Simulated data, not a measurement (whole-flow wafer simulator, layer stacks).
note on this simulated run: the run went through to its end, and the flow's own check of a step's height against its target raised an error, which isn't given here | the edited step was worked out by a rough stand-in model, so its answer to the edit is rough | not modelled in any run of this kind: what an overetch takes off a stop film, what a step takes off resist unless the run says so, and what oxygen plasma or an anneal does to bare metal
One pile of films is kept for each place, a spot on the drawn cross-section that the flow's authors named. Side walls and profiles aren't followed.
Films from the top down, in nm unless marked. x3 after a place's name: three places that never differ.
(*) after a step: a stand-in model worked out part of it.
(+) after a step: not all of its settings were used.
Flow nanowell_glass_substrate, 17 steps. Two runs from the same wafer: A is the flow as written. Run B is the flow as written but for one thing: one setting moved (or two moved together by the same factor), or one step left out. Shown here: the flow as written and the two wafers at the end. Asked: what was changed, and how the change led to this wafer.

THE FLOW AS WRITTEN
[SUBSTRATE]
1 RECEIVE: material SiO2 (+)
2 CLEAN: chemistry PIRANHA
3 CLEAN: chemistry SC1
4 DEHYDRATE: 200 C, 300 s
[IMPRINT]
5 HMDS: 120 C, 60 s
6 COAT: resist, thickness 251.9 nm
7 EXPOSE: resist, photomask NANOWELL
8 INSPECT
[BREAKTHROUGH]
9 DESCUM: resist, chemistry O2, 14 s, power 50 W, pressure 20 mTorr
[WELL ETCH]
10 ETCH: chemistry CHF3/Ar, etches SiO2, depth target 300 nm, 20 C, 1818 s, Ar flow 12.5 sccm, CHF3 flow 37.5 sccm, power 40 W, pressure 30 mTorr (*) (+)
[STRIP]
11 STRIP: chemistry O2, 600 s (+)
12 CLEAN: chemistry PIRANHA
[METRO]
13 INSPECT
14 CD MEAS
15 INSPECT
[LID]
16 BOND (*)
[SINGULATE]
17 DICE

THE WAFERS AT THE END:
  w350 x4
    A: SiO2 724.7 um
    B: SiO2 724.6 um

The cause: step 10, ETCH: depth target 405 nm was run, where the flow has depth target 300 nm.

How the change led to this, step by step:
  10 ETCH: chemistry CHF3/Ar, etches SiO2, depth target 300 nm, 20 C, 1818 s, Ar flow 12.5 sccm, CHF3 flow 37.5 sccm, power 40 W, pressure 30 mTorr (*) (+)
      w350 x4: A SiO2 -300 | B SiO2 -405
      land: A resist -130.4 | B resist -176.1
  11 STRIP: chemistry O2, 600 s (+)
      land: A resist -125.9 (all of it) | B resist -80.3 (all of it)
